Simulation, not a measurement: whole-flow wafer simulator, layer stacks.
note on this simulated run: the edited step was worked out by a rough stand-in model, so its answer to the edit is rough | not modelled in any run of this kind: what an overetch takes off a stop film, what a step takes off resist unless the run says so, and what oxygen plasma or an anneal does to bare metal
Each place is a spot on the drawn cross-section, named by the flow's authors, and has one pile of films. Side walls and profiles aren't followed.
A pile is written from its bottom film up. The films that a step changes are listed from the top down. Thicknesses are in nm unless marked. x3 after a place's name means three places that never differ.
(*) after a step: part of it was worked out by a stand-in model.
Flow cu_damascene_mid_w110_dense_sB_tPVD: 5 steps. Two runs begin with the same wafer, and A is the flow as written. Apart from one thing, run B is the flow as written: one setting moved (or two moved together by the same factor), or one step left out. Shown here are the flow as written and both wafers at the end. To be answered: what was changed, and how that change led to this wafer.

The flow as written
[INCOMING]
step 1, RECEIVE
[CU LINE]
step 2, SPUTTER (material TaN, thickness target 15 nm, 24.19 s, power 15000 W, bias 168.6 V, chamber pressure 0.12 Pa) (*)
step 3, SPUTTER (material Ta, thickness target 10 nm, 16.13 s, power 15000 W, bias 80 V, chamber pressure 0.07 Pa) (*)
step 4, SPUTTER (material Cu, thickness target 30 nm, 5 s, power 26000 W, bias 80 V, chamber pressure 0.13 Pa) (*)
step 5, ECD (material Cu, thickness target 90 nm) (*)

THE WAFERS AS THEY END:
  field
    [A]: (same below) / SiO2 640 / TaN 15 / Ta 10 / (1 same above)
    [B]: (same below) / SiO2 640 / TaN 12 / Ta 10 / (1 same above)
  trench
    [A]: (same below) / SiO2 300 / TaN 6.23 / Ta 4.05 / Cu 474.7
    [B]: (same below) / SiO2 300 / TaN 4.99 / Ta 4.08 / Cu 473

Cause: step 2, SPUTTER: power 12030 W was run, whereas the flow has power 15000 W.

The path from the change to this, step by step:
  step 2, SPUTTER (material TaN, thickness target 15 nm, 24.19 s, power 15000 W, bias 168.6 V, chamber pressure 0.12 Pa) (*)
      field: A TaN gains 15 (new film) | B TaN gains 12 (new film)
      trench: A TaN gains 6.23 (new film) | B TaN gains 4.99 (new film)
